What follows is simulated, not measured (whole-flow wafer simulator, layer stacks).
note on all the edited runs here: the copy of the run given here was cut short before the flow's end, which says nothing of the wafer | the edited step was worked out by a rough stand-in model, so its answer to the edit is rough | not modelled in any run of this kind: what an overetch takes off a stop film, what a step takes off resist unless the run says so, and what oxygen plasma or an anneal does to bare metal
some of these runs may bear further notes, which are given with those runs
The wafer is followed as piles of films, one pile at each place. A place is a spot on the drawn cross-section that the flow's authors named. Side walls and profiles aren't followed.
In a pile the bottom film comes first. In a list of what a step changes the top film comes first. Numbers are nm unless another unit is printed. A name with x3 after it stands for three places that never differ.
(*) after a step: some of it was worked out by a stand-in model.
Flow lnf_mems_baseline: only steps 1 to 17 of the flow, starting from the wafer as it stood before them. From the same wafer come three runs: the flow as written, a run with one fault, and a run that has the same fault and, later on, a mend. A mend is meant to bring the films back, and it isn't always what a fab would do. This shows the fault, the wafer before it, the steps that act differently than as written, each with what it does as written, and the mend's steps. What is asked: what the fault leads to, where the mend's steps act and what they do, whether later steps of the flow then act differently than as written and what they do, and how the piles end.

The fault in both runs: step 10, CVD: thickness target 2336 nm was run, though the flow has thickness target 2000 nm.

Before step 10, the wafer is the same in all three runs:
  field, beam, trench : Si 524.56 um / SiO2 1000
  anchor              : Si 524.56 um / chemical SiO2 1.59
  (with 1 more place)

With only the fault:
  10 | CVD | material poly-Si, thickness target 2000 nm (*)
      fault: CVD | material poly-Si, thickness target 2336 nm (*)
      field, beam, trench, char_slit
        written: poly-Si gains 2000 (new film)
        fault: poly-Si gains 2336 (new film)
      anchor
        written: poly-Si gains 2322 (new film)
        fault: poly-Si gains 2789.9 (new film)
  Steps further on in the flow that do not act as written (1 more step, not shown, differs only slightly: by at most 2% or 0.5 nm, whichever is larger):
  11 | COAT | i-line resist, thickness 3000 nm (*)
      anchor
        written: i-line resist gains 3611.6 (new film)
        fault: i-line resist gains 3486 (new film)
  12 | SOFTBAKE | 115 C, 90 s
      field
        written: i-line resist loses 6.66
        fault: i-line resist loses 6.09
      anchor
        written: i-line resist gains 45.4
        fault: i-line resist gains 40.9
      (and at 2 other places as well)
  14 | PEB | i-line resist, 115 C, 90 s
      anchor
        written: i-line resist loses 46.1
        fault: i-line resist loses 43.8
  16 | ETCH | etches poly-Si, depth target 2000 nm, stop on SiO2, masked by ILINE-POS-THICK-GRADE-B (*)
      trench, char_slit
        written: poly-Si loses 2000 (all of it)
        fault: poly-Si loses 2000
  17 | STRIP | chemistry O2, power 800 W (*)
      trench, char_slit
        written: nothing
        fault: chemical SiO2 gains 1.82 (new film), poly-Si loses 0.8
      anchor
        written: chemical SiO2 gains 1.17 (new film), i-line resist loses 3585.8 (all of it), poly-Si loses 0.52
        fault: chemical SiO2 gains 1.16 (new film), i-line resist loses 3458 (all of it), poly-Si loses 0.51
  The piles end different from the flow's at field, anchor, beam, trench, char_slit by more than 2% or 0.5 nm, whichever is larger.
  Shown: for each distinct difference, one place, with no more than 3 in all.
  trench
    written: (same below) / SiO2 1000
    fault: (same below) / SiO2 1000 / poly-Si 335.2 / chemical SiO2 1.82
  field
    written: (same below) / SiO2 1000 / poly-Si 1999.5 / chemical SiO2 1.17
    fault: (same below) / SiO2 1000 / poly-Si 2335.5 / chemical SiO2 1.16
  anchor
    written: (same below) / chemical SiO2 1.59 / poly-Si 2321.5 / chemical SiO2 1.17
    fault: (same below) / chemical SiO2 1.59 / poly-Si 2789.4 / chemical SiO2 1.16

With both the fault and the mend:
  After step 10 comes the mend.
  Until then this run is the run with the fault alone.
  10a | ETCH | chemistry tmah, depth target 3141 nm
      field, beam, trench, char_slit
        poly-Si loses 2336 (all of it)
      anchor
        poly-Si loses 2789.9 (all of it)
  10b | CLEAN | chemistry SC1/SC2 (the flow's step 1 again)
      alters no film at any place that is followed
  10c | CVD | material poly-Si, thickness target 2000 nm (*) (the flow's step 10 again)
      field, beam, trench, char_slit
        poly-Si gains 2000 (new film)
      anchor
        poly-Si gains 2322 (new film)
  Every later step of the flow that is run acts as written at every place that is followed.
  By the end, the piles equal the flow's at every place that both follow.
